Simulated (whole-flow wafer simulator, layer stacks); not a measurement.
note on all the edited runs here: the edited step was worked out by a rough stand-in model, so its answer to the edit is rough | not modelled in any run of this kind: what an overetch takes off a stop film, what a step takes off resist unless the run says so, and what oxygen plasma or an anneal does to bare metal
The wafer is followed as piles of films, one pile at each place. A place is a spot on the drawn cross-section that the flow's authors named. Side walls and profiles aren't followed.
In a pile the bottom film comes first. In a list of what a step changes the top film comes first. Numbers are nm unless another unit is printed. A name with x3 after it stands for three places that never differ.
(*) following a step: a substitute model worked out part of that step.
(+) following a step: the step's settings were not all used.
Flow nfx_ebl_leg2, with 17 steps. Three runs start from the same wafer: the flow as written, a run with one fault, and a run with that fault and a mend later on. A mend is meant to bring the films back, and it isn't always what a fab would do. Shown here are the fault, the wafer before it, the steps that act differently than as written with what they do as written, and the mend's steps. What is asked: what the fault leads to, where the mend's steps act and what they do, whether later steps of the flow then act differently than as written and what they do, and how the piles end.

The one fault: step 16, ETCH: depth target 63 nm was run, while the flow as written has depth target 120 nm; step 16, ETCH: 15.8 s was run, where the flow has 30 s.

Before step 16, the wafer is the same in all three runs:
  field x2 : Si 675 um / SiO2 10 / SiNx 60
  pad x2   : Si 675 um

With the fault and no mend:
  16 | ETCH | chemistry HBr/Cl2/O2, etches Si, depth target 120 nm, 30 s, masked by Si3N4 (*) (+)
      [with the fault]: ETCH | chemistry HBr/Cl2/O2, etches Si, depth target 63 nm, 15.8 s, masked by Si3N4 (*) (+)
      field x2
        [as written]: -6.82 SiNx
        [with the fault]: -3.59 SiNx
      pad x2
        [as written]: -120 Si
        [with the fault]: -63 Si
  Every later step of the flow that is run acts as written at every place that is followed.
  The piles end different from the flow's at field x2 by more than 2% or 0.5 nm, whichever is larger.
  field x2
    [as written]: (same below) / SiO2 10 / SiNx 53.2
    [with the fault]: (same below) / SiO2 10 / SiNx 56.4

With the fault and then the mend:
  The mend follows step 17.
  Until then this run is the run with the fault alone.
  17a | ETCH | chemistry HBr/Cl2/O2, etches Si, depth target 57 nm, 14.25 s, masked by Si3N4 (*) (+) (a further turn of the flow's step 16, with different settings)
      field x2
        -3.24 SiNx
      pad x2
        -57 Si
  Every later step of the flow that is run acts as written at every place that is followed.
  At every place that both follow, the piles at the end match the flow's.
